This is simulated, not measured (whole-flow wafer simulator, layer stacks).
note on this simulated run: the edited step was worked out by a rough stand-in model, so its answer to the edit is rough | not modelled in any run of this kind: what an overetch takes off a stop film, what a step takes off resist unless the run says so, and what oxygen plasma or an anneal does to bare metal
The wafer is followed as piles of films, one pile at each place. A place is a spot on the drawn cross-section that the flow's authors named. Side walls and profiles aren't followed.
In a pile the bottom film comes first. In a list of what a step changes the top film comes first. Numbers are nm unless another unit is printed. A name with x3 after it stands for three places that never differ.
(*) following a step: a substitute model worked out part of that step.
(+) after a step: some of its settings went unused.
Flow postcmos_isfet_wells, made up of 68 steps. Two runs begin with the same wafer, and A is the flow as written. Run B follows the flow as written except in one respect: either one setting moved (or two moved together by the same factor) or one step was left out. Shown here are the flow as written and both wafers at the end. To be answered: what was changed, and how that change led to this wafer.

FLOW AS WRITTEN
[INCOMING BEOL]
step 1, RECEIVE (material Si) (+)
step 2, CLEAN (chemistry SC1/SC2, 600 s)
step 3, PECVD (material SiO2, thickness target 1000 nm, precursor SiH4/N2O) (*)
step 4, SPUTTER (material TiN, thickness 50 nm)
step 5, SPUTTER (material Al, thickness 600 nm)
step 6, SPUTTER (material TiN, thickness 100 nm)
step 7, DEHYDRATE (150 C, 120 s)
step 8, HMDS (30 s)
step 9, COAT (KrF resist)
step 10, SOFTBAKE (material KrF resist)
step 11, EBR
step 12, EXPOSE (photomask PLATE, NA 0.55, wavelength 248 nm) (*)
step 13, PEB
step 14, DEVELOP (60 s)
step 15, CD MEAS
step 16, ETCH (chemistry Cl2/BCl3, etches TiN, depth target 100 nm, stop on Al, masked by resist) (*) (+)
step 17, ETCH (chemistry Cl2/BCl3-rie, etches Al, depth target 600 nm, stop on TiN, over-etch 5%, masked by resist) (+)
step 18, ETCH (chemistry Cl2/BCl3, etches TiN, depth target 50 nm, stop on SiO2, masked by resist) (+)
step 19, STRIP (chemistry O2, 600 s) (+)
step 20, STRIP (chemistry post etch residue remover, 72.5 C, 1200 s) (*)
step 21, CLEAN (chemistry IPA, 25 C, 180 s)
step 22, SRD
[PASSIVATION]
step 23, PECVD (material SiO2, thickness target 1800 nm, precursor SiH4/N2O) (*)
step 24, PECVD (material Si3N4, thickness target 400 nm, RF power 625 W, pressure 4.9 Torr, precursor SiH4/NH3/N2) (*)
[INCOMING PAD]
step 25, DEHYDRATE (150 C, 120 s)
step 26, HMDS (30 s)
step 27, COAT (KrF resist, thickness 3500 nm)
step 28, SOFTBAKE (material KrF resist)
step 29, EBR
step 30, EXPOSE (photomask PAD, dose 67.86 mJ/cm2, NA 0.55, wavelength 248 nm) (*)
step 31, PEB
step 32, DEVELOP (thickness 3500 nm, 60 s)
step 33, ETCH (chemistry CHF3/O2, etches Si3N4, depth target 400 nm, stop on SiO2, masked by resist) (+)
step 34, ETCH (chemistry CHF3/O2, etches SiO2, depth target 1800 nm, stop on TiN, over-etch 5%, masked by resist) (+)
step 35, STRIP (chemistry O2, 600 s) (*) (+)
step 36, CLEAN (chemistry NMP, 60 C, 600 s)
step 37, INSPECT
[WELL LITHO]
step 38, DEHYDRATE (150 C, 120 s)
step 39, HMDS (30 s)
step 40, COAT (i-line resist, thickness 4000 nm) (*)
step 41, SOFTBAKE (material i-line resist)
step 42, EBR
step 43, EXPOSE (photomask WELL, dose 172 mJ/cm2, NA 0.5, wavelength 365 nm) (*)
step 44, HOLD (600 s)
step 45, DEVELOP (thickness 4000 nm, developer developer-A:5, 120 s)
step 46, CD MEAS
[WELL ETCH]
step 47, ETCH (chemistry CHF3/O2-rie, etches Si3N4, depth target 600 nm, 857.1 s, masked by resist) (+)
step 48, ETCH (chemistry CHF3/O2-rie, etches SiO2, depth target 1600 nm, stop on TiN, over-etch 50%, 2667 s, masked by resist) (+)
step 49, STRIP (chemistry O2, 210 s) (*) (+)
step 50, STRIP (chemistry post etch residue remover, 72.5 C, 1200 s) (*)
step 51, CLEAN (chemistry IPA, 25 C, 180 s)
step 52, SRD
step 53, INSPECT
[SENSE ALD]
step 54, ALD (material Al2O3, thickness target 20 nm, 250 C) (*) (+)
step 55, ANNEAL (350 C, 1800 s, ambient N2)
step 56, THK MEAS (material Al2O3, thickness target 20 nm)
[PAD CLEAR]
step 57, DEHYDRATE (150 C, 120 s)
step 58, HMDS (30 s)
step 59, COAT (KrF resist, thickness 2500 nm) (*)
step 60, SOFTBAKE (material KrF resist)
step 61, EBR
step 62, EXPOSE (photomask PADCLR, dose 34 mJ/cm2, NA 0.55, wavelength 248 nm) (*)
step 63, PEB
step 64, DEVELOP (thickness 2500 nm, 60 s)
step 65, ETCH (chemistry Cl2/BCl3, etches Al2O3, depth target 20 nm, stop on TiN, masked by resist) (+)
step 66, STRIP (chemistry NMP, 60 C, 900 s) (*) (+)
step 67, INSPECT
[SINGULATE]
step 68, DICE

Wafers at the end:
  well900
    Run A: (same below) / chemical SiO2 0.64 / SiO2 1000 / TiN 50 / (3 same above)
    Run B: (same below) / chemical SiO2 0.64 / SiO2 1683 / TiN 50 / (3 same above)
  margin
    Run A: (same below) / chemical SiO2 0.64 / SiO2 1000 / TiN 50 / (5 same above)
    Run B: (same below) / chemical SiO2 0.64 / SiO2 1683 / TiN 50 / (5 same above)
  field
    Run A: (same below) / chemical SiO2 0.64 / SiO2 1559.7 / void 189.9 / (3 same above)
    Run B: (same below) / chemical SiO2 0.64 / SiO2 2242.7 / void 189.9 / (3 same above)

Cause: step 3, PECVD: thickness target 1683 nm was run, whereas the flow has thickness target 1000 nm.
The wafer itself shows it: well900 has SiO2 1683, and step 3 as written asks for 1000 nm.

How this came from the change, step by step:
  step 3, PECVD (material SiO2, thickness target 1000 nm, precursor SiH4/N2O) (*)
      field, margin, well900, well1300 x3, pad_rim, pad_clr, pad_open: A +1000 SiO2 (new film) | B +1683 SiO2 (new film)
